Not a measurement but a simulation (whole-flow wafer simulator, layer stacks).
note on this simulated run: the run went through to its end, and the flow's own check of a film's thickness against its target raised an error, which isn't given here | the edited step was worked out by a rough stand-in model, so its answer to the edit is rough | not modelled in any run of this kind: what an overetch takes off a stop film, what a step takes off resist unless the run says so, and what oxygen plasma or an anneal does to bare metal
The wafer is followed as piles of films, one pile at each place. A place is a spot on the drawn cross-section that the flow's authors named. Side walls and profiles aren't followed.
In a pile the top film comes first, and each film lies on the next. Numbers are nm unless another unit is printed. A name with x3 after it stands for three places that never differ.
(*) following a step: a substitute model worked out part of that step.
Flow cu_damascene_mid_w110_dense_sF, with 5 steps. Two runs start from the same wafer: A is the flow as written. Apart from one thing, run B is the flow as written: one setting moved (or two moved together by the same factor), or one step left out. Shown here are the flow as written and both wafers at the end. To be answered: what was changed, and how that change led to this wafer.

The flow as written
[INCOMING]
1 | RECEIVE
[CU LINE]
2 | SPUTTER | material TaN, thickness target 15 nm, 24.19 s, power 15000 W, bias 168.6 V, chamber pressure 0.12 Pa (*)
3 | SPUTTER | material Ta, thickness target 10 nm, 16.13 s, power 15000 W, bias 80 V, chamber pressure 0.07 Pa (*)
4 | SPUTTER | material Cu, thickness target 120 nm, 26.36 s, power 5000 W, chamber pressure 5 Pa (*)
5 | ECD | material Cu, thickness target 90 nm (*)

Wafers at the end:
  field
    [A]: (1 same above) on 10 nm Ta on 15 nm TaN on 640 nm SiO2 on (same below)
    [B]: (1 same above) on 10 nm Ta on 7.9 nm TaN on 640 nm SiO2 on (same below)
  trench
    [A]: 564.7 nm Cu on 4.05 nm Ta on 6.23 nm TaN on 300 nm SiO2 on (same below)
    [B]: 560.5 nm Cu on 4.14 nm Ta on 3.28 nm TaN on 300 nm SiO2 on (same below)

The reason: step 2, SPUTTER: thickness target 7.9 nm was run, though the flow has thickness target 15 nm; step 2, SPUTTER: 12.7 s was run, where the flow has 24.19 s.
The wafer itself shows it: field has TaN 7.9, and step 2 as written asks for 15 nm.

Step by step, how the change led to this:
  2 | SPUTTER | material TaN, thickness target 15 nm, 24.19 s, power 15000 W, bias 168.6 V, chamber pressure 0.12 Pa (*)
      field: A +15 TaN (new film) | B +7.9 TaN (new film)
      trench: A +6.23 TaN (new film) | B +3.28 TaN (new film)
  4 | SPUTTER | material Cu, thickness target 120 nm, 26.36 s, power 5000 W, chamber pressure 5 Pa (*)
      trench: A +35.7 Cu (new film) | B +36.5 Cu (new film)
